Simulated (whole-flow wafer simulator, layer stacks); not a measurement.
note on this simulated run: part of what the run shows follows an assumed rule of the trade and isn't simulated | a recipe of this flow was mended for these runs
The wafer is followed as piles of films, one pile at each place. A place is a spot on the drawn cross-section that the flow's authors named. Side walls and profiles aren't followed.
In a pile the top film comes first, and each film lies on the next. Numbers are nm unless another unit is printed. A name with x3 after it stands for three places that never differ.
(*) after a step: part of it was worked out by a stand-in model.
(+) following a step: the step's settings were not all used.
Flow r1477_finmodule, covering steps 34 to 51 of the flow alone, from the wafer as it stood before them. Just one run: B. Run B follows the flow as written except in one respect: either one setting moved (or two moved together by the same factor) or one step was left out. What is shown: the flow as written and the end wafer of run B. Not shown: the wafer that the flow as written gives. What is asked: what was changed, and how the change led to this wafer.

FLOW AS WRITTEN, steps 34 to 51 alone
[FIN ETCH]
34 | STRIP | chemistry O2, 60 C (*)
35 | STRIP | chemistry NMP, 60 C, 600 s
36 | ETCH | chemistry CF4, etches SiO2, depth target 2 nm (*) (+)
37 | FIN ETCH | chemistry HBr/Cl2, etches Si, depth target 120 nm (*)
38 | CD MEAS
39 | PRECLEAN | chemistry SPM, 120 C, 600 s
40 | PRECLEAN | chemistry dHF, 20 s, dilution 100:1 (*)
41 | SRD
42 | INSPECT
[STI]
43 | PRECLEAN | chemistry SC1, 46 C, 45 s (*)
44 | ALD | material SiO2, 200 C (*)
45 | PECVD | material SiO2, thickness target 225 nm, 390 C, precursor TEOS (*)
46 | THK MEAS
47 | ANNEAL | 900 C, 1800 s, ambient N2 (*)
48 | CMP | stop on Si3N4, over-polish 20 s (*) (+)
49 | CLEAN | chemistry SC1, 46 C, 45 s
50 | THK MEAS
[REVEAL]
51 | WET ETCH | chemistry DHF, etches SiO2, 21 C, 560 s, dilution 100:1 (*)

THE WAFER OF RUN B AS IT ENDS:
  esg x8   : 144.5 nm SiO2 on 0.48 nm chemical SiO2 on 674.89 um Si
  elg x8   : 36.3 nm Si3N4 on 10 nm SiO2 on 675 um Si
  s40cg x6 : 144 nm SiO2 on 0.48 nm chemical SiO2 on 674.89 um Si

Cause: step 37, FIN ETCH: depth target 102.2 nm was run, while the flow as written has depth target 120 nm.

The path from the change to this, step by step:
  37 | FIN ETCH | chemistry HBr/Cl2, etches Si, depth target 120 nm (*)
      pad x2, esg x8, s40cg x6, s40sg x6: -102.2 Si (it would be, as written: -120 Si)
      elg x8: -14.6 Si3N4 (it would be, as written: -17.1 Si3N4)
      (as well as at 6 more places)
  44 | ALD | material SiO2, 200 C (*)
      esg x8: +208 SiO2 (new film) (it would be, as written: +223.2 SiO2 (new film))
      s40cg x6: +246.8 SiO2 (new film) (it would be, as written: +263.2 SiO2 (new film))
      (as well as at 6 more places)
  48 | CMP | stop on Si3N4, over-polish 20 s (*) (+)
      pad x2: -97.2 SiO2 (it would be, as written: -79.4 SiO2)
  51 | WET ETCH | chemistry DHF, etches SiO2, 21 C, 560 s, dilution 100:1 (*)
      elg x8: -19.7 SiO2 (all of it), -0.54 Si3N4 (it would be, as written: -22.3 SiO2 (all of it), -0.41 Si3N4)
